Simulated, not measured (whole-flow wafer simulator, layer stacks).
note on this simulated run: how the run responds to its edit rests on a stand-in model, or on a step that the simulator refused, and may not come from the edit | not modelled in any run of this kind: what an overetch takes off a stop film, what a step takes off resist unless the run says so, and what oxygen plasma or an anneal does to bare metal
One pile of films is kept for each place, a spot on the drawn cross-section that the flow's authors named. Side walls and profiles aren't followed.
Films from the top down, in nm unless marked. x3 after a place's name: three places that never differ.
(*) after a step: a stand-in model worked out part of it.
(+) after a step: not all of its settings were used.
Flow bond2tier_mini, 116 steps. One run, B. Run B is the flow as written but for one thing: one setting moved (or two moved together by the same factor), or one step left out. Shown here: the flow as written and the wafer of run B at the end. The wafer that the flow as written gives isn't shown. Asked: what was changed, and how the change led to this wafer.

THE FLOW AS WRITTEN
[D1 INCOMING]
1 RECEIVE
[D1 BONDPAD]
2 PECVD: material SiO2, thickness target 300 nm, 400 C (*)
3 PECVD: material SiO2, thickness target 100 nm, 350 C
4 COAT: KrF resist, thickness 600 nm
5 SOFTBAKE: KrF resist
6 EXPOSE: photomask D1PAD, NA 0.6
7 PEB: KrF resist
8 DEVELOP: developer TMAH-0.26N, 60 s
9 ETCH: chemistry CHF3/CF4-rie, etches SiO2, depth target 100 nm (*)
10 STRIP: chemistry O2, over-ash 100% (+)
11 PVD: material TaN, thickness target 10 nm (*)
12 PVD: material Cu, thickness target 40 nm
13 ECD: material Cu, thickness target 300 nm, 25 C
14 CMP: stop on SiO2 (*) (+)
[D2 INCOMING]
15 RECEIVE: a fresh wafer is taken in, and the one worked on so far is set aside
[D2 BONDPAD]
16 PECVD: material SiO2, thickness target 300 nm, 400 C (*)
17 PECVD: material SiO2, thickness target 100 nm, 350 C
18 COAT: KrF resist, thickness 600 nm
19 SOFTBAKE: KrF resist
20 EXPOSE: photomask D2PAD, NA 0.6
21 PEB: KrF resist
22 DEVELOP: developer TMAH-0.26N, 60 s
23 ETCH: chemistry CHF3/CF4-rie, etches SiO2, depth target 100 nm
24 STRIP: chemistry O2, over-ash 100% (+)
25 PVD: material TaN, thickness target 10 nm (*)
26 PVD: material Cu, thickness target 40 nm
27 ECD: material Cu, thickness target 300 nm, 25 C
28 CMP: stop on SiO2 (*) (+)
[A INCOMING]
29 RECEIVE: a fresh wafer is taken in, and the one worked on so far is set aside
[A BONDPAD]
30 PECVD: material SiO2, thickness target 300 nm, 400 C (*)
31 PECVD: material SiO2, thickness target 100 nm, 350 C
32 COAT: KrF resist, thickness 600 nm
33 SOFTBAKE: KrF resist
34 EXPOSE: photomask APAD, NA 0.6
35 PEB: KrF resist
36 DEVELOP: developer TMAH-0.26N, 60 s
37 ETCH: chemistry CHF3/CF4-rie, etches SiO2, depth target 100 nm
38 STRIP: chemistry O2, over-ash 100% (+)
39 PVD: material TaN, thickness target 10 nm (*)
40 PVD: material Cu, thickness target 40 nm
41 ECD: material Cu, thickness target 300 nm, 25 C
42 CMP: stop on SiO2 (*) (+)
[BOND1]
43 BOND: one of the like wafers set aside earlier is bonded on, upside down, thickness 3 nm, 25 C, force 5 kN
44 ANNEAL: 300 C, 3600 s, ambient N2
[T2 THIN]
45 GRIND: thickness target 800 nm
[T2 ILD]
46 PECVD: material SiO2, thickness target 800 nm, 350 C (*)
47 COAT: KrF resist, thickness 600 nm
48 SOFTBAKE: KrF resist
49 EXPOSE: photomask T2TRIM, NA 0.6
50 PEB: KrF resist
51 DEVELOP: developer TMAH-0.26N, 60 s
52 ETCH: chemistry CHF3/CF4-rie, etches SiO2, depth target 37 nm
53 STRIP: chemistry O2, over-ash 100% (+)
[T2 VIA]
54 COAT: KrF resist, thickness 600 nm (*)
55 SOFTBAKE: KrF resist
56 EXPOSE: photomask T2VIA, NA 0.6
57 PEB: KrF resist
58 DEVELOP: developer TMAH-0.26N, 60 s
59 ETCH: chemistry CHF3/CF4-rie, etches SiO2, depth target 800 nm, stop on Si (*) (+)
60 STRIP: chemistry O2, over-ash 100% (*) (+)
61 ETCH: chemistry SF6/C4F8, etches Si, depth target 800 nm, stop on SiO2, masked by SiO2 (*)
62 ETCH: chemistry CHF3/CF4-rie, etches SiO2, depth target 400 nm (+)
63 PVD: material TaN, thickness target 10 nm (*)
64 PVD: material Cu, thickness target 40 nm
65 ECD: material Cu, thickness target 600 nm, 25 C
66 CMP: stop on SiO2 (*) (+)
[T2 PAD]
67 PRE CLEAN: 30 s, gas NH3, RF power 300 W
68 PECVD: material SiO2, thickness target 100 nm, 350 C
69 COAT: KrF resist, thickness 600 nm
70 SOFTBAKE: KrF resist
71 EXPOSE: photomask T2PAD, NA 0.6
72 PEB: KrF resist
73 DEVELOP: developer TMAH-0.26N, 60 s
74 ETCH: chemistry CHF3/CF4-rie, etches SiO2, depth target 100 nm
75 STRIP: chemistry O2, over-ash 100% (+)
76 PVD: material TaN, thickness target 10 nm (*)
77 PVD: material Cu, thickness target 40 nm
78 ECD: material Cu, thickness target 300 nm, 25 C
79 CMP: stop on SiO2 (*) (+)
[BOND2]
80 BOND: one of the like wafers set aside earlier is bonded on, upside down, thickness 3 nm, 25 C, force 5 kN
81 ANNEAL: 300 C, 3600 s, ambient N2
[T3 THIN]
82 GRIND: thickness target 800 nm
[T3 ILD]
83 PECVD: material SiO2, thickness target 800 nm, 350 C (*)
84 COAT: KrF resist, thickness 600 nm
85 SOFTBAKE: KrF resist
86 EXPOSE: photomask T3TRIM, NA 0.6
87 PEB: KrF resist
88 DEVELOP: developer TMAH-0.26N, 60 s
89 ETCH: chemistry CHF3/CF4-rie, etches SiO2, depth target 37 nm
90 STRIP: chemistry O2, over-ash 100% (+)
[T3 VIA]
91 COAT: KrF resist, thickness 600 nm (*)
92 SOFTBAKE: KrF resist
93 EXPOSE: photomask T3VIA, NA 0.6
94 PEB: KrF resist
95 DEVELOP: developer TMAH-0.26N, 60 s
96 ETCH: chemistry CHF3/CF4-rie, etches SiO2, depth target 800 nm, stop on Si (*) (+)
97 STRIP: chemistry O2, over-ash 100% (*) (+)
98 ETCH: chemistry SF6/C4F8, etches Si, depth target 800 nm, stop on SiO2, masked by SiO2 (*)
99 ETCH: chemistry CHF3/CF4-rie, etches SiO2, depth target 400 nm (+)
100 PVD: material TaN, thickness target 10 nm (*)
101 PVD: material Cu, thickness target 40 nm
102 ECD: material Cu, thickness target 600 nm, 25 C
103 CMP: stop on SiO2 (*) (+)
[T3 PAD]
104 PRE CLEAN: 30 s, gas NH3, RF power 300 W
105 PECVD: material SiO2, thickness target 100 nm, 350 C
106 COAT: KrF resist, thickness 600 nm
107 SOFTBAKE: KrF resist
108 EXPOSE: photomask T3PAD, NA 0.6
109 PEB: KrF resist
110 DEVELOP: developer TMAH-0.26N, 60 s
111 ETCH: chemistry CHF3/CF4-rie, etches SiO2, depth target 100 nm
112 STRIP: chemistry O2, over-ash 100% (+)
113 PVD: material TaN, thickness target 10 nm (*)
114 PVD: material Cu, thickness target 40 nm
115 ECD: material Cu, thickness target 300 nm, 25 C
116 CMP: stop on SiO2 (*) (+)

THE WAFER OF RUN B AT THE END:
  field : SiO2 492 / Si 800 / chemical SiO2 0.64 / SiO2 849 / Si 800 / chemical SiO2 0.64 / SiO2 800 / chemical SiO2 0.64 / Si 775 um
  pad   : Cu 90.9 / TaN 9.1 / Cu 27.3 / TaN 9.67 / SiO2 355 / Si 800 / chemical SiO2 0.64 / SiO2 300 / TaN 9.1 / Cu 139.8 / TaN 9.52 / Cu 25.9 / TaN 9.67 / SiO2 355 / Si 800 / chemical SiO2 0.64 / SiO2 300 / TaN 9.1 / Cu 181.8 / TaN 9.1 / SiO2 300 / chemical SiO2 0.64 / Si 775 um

The cause: step 68, PECVD: thickness target 57 nm was run, where the flow has thickness target 100 nm.

How the change led to this, step by step:
  68 PECVD: material SiO2, thickness target 100 nm, 350 C
      field: SiO2 +57 (as written it would be: SiO2 +100)
      pad: SiO2 +57 (new film) (as written it would be: SiO2 +100 (new film))
  74 ETCH: chemistry CHF3/CF4-rie, etches SiO2, depth target 100 nm
      pad: SiO2 -57 (all of it), Cu -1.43 (as written it would be: SiO2 -100 (all of it))
      field: KrF resist -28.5 (as written it would be: KrF resist -33.3)
  77 PVD: material Cu, thickness target 40 nm
      pad: Cu +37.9 (new film) (as written it would be: Cu +36.4 (new film))
  78 ECD: material Cu, thickness target 300 nm, 25 C
      pad: Cu +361 (as written it would be: Cu +404.5)
